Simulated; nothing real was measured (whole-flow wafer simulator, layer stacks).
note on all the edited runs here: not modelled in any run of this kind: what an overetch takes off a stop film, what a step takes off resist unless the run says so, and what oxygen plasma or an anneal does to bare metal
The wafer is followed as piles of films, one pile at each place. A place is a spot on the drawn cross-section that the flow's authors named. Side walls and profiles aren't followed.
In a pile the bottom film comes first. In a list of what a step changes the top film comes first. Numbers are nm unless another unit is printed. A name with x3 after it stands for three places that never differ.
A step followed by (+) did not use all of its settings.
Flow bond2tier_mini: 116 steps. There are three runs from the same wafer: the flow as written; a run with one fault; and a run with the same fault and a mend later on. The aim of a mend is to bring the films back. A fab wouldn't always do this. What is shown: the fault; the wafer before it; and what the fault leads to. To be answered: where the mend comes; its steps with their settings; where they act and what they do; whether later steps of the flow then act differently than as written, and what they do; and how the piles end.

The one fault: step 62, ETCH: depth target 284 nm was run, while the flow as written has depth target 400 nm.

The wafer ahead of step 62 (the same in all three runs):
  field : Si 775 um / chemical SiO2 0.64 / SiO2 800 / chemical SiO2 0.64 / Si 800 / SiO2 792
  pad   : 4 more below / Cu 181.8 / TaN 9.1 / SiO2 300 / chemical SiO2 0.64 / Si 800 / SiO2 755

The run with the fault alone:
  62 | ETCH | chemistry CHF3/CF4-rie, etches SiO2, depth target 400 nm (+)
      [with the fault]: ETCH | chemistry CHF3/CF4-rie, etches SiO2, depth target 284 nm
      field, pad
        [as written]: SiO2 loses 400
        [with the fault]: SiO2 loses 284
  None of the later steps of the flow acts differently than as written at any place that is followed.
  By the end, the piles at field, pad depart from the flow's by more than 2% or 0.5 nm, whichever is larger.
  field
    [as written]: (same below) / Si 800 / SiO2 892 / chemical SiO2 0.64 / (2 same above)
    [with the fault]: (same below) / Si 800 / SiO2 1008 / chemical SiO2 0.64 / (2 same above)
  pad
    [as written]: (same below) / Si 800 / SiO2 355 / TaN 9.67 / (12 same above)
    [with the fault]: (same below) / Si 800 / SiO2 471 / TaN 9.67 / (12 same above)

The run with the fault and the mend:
  The mend stands after step 62.
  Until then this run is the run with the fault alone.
  62a | ETCH | chemistry CHF3/CF4-rie, etches SiO2, depth target 116 nm (+) (the flow's step 62, run once more with other settings)
      field, pad
        SiO2 loses 116
  None of the later steps of the flow acts differently than as written at any place that is followed.
  At every place that both follow, the piles at the end match the flow's.
